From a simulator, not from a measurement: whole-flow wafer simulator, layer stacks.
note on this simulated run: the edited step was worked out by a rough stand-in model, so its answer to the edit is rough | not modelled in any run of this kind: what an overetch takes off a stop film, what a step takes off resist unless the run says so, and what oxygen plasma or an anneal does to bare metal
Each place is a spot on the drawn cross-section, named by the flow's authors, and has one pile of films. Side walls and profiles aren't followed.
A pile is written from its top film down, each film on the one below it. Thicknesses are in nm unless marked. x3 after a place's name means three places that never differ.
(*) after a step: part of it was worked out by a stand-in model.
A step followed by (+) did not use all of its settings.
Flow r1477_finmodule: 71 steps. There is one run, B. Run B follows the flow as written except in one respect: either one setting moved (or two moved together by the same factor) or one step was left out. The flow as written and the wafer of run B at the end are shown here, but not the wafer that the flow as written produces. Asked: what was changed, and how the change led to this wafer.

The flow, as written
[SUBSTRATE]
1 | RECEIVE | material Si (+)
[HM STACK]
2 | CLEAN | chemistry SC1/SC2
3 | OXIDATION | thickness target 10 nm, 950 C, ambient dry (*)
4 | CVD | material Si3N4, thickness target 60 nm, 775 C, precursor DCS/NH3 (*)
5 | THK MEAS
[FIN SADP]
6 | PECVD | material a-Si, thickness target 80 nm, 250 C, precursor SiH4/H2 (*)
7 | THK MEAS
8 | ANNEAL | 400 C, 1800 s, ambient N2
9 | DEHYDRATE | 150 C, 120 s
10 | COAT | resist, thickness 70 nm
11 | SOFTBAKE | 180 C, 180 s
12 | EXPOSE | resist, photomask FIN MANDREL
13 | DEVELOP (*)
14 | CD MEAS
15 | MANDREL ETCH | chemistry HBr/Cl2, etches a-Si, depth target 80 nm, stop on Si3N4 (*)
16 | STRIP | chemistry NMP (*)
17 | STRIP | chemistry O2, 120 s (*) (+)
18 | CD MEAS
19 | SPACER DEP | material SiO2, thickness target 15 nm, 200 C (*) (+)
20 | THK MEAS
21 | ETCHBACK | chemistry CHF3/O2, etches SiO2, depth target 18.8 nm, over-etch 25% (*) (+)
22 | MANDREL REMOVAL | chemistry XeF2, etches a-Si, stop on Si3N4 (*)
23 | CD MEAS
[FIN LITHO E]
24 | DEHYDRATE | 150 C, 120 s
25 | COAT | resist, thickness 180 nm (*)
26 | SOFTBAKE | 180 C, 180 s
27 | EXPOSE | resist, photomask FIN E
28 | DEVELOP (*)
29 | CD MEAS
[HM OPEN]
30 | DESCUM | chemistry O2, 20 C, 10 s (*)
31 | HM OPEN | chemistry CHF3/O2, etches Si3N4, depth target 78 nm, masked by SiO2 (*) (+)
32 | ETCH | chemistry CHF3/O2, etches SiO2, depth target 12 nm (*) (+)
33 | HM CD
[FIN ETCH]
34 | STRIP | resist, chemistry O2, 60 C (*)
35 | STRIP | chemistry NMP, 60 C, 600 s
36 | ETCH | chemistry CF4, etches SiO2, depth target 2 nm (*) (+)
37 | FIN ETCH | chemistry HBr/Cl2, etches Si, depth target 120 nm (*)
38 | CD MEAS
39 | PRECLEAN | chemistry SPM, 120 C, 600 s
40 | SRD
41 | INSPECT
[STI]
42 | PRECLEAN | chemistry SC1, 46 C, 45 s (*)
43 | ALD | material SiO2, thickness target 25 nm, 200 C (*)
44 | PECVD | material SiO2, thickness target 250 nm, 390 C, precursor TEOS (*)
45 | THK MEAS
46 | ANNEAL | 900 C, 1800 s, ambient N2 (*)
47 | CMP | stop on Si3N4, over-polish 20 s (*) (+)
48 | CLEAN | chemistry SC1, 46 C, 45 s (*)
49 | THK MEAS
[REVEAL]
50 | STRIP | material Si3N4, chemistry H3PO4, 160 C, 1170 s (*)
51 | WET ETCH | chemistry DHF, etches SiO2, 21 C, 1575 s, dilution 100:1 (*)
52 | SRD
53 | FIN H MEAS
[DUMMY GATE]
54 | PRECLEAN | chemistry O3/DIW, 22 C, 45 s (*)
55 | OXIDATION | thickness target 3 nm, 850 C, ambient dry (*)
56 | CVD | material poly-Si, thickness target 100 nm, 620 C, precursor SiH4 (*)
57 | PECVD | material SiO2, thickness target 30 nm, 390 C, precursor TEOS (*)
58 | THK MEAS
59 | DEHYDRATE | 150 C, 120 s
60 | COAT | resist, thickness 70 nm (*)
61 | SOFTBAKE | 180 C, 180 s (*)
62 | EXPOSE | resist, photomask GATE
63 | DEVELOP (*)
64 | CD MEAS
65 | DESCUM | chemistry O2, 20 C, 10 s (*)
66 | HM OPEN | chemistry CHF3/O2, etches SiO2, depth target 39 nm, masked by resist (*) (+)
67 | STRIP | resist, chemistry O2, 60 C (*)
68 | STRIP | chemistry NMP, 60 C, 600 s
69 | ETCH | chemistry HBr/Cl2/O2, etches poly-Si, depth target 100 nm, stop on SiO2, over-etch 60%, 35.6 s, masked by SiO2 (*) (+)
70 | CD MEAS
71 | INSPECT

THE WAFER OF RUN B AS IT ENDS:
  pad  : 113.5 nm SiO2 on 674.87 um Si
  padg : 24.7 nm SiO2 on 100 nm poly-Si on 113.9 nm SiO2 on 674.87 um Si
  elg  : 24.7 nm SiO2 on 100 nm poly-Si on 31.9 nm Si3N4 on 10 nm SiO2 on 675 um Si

What caused this: step 46, ANNEAL: 1080 C was run, whereas the flow has 900 C.

Step by step, how the change led to this:
  46 | ANNEAL | 900 C, 1800 s, ambient N2 (*)
      pad, padg, elg and 33 more: nothing (in the flow as written it would be: -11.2 SiO2)
  47 | CMP | stop on Si3N4, over-polish 20 s (*) (+)
      pad, padg, e40sg and 11 more: -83 SiO2 (in the flow as written it would be: -71.8 SiO2)
      elg, esg, e40lg and 6 more: -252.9 SiO2 (in the flow as written it would be: -241.6 SiO2)
      (and at 13 other places as well)
  51 | WET ETCH | chemistry DHF, etches SiO2, 21 C, 1575 s, dilution 100:1 (*)
      pad, padg, e40sg and 12 more: -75 SiO2 (in the flow as written it would be: -85.7 SiO2)
      esg, s40cg, s45cg, s50cg, s40co, s45co, s50co: -72.1 SiO2 (in the flow as written it would be: -79.1 SiO2)
  56 | CVD | material poly-Si, thickness target 100 nm, 620 C, precursor SiH4 (*)
      s40cg, s40co: +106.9 poly-Si (new film) (in the flow as written it would be: +113.9 poly-Si (new film))
      s45cg, s45co: +106.4 poly-Si (new film) (in the flow as written it would be: +113.4 poly-Si (new film))
      (and at 3 other places as well)
  60 | COAT | resist, thickness 70 nm (*)
      e40sg, eso, e40so: +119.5 resist (new film) (in the flow as written it would be: +129.5 resist (new film))
      e100sg, e100so: +119.4 resist (new film) (in the flow as written it would be: +129.4 resist (new film))
      (and at 8 other places as well)
  63 | DEVELOP (*)
      eso, e40so: -119.5 resist (all of it) (in the flow as written it would be: -129.5 resist (all of it))
      e100so: -119.4 resist (all of it) (in the flow as written it would be: -129.4 resist (all of it))
      (and at 4 other places as well)
  67 | STRIP | resist, chemistry O2, 60 C (*)
      e40sg: -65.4 resist (all of it) (in the flow as written it would be: -75.4 resist (all of it))
      e100sg: -65.3 resist (all of it) (in the flow as written it would be: -75.3 resist (all of it))
      (and at 4 other places as well)
  69 | ETCH | chemistry HBr/Cl2/O2, etches poly-Si, depth target 100 nm, stop on SiO2, over-etch 60%, 35.6 s, masked by SiO2 (*) (+)
      s40co: -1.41 chemical SiO2 (all of it), -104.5 poly-Si (all of it), -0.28 SiO2 (in the flow as written it would be: -1.46 chemical SiO2 (all of it), -111.5 poly-Si (all of it), -0.24 SiO2)
      s45co: -1.41 chemical SiO2 (all of it), -104 poly-Si (all of it), -0.28 SiO2 (in the flow as written it would be: -1.46 chemical SiO2 (all of it), -110.9 poly-Si (all of it), -0.25 SiO2)
      (and at 1 other place as well)
